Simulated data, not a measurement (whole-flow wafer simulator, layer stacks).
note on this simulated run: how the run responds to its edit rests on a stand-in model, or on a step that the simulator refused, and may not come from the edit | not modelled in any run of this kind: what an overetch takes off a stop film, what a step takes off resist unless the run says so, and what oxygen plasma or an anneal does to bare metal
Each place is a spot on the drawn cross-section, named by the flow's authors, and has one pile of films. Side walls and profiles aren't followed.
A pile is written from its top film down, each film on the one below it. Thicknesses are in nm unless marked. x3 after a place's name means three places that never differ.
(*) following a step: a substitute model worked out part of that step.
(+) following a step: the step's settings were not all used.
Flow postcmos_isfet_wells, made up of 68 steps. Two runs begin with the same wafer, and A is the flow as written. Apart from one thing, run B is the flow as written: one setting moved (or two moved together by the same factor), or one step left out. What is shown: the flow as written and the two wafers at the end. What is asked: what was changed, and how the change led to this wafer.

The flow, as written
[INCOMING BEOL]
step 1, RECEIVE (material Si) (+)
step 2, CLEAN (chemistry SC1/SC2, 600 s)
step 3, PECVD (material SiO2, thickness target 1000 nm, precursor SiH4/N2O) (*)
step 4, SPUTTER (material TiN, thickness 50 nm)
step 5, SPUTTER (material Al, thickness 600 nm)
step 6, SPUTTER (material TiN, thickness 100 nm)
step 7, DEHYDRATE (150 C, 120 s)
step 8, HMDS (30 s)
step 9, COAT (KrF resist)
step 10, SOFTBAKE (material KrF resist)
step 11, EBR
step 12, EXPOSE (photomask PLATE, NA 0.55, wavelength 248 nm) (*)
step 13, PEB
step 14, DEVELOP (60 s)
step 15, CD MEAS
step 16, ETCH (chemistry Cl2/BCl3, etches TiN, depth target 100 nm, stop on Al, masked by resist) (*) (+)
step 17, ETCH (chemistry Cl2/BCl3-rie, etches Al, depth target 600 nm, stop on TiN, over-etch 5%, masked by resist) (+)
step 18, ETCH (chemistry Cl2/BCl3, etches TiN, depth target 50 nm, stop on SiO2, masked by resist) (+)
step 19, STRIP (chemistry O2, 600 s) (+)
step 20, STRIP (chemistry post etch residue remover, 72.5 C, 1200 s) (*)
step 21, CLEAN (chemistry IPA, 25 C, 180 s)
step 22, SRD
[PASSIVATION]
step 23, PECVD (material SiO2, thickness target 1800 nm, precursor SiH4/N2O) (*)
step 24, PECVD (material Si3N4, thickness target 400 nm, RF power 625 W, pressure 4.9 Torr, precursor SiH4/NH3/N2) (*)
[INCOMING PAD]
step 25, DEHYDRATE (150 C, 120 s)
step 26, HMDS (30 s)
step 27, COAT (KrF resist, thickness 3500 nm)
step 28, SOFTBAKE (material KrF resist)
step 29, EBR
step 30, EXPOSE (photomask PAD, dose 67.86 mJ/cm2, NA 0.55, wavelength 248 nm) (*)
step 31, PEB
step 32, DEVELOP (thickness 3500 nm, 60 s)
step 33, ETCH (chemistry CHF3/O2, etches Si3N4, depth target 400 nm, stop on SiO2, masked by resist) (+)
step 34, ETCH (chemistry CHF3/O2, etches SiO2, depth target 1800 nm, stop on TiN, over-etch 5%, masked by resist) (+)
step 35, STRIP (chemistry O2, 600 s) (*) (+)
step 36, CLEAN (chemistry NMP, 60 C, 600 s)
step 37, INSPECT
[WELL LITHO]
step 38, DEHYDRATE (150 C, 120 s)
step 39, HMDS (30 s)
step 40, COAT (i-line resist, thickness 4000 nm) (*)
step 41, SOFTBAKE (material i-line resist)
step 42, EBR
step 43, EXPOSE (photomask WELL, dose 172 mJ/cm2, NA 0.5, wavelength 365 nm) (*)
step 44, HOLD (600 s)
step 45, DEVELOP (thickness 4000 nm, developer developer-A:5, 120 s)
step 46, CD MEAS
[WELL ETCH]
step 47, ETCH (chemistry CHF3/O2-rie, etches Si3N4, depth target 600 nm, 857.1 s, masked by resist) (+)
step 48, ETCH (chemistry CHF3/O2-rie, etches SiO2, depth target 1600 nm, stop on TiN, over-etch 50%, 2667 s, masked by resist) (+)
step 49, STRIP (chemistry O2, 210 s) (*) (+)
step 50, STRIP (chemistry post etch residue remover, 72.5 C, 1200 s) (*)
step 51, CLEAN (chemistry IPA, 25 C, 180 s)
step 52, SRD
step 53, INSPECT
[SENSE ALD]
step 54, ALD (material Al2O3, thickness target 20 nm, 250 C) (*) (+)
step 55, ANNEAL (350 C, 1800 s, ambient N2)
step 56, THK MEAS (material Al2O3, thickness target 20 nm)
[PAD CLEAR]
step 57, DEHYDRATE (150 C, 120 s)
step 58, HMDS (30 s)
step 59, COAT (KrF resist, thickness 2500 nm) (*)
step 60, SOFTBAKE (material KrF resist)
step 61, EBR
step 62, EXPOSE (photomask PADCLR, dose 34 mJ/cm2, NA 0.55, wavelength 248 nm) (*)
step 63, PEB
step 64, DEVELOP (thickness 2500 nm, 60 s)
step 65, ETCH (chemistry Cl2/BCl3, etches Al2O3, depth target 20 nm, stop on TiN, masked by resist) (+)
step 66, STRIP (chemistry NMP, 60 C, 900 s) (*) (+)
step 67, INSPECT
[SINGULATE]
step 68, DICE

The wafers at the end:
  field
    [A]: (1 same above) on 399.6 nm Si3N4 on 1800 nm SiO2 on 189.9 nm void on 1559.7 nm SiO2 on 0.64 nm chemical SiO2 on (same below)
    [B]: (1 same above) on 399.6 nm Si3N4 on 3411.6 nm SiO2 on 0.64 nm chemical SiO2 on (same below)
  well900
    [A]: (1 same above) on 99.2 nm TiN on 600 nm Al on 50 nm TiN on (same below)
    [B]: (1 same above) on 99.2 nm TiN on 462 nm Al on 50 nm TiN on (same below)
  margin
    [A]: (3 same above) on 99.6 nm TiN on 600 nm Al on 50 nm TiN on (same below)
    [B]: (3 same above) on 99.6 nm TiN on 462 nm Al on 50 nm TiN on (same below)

What caused this: step 5, SPUTTER: thickness 462 nm was run, while the flow as written has thickness 600 nm.
One can read it off the wafer: well900 has Al 462, and step 5 as written asks for 600 nm.

The path from the change to this, step by step:
  step 5, SPUTTER (material Al, thickness 600 nm)
      field, margin, well900, well1300 x3, pad_rim, pad_clr, pad_open: A +600 Al (new film) | B +462 Al (new film)
  step 17, ETCH (chemistry Cl2/BCl3-rie, etches Al, depth target 600 nm, stop on TiN, over-etch 5%, masked by resist) (+)
      margin, well900, well1300 x3, pad_rim, pad_clr, pad_open: A -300 KrF resist | B -242.5 KrF resist
      field: A -600 Al (all of it) | B -462 Al (all of it)
  step 19, STRIP (chemistry O2, 600 s) (+)
      margin, well900, well1300 x3, pad_rim, pad_clr, pad_open: A -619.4 KrF resist (all of it) | B -676.8 KrF resist (all of it)
  step 23, PECVD (material SiO2, thickness target 1800 nm, precursor SiH4/N2O) (*)
      field: A +1800 SiO2 (new film), +189.9 void (new film), +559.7 SiO2 | B +2411.6 SiO2
